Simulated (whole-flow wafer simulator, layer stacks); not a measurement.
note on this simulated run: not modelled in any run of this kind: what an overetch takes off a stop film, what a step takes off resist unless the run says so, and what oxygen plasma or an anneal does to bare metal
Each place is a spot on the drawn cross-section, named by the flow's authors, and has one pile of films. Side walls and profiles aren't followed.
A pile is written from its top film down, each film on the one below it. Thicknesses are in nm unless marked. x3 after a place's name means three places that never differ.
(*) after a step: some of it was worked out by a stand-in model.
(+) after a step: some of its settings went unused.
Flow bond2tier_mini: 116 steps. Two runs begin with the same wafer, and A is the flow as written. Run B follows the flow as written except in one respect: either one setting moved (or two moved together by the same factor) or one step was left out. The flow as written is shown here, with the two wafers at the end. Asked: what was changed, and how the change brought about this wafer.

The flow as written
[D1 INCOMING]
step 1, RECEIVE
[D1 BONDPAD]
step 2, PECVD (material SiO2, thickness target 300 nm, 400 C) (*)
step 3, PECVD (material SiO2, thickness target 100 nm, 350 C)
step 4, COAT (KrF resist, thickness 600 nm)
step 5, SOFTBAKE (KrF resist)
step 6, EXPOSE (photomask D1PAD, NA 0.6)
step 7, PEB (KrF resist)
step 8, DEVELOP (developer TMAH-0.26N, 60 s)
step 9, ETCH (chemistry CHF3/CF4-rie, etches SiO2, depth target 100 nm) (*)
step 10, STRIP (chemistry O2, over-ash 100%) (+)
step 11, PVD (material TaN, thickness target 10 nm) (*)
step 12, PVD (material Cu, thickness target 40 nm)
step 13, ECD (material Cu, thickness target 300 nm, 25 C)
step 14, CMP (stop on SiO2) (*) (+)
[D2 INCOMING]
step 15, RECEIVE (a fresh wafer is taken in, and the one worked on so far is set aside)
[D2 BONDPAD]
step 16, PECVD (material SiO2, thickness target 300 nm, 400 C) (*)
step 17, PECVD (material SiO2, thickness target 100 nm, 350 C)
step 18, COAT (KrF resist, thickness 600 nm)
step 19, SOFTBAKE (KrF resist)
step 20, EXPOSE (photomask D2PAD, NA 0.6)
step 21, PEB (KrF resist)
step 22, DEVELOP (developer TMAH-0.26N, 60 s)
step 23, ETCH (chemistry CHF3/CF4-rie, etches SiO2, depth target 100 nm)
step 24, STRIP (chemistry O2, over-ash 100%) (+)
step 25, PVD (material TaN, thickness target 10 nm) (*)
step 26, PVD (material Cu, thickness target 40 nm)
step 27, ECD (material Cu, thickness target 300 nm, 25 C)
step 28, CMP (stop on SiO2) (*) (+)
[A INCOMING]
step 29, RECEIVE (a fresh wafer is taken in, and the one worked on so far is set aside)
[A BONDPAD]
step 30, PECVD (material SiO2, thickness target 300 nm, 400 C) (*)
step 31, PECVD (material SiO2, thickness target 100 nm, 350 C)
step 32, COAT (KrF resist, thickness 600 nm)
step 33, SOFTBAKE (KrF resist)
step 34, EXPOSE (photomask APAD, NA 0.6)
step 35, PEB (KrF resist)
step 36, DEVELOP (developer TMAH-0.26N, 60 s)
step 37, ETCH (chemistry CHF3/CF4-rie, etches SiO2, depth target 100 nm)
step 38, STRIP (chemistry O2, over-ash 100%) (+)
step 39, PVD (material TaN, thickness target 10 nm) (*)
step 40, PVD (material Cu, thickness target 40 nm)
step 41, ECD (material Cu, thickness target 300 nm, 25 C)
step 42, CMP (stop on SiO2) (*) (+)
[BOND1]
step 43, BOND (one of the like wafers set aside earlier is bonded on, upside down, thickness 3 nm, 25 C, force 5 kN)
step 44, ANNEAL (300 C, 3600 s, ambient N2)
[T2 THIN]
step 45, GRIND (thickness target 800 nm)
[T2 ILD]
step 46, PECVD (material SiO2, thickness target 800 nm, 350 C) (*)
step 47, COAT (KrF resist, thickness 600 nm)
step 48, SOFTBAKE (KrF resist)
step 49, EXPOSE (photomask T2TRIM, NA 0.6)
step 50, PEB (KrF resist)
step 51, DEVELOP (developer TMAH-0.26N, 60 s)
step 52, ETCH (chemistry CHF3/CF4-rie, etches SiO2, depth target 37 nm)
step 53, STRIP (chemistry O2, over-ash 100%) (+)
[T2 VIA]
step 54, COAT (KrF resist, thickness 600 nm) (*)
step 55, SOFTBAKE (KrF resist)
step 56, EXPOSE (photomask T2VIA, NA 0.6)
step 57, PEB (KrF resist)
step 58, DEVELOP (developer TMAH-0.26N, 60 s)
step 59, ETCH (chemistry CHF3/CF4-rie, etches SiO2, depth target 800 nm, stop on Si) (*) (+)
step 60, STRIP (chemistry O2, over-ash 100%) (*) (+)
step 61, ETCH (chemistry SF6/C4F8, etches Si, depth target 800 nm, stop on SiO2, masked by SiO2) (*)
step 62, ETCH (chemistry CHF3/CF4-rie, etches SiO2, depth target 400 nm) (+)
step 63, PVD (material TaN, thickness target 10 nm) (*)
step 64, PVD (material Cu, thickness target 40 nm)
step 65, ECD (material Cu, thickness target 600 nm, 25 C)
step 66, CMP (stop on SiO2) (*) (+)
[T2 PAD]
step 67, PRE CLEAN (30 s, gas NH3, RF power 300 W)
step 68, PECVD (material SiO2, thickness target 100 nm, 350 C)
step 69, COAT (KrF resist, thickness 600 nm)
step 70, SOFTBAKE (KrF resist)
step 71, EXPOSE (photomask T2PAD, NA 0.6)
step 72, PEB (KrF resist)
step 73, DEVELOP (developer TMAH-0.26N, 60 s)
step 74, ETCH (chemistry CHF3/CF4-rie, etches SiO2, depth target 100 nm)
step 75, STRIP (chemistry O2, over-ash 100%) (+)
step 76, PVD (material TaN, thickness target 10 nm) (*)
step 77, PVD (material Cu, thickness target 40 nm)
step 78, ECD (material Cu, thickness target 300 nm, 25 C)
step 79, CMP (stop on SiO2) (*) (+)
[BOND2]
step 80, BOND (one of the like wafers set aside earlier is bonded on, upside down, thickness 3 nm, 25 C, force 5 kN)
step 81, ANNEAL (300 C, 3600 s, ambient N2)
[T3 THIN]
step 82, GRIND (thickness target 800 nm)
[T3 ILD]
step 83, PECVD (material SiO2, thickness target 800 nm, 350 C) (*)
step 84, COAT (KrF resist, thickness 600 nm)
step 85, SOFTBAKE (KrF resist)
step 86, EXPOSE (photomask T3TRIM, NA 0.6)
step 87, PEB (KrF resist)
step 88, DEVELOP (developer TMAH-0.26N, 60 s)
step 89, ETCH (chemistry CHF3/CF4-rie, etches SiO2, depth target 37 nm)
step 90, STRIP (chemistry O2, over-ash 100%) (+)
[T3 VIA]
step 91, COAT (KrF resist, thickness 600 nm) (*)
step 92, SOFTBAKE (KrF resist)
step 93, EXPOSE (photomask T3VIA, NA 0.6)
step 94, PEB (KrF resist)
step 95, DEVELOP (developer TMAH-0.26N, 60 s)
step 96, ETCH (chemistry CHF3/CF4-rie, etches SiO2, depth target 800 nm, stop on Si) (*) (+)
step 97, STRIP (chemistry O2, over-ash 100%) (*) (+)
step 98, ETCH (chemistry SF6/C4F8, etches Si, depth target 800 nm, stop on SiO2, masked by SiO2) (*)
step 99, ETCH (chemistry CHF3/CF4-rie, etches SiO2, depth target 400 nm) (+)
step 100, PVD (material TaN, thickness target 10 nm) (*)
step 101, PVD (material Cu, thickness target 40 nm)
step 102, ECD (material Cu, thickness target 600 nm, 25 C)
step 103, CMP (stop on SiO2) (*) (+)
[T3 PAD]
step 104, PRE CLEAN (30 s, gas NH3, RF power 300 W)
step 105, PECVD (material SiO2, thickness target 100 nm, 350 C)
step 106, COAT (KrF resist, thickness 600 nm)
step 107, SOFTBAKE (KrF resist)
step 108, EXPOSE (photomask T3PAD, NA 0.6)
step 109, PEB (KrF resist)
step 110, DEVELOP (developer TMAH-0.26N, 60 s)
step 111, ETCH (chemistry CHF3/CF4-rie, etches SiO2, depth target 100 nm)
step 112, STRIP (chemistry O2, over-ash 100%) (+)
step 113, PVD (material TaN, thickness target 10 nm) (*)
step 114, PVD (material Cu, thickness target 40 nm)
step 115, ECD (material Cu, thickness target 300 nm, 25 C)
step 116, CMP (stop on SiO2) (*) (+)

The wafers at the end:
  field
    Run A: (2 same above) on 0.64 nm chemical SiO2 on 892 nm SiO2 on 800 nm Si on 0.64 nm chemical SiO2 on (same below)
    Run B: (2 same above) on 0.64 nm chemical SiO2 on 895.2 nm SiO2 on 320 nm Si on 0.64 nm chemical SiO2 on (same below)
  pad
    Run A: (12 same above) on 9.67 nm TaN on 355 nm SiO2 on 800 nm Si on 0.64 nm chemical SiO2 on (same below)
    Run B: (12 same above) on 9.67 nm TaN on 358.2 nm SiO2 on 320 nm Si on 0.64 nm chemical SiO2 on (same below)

The reason: step 45, GRIND: thickness target 320 nm was run, though the flow has thickness target 800 nm.
One can read it off the wafer: field has Si 320, and step 45 as written asks for 800 nm.

The path from the change to this, step by step:
  step 45, GRIND (thickness target 800 nm)
      field, pad, via: A Si loses 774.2 um | B Si loses 774.68 um
  step 61, ETCH (chemistry SF6/C4F8, etches Si, depth target 800 nm, stop on SiO2, masked by SiO2) (*)
      field, pad: A SiO2 loses 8 | B SiO2 loses 4.8
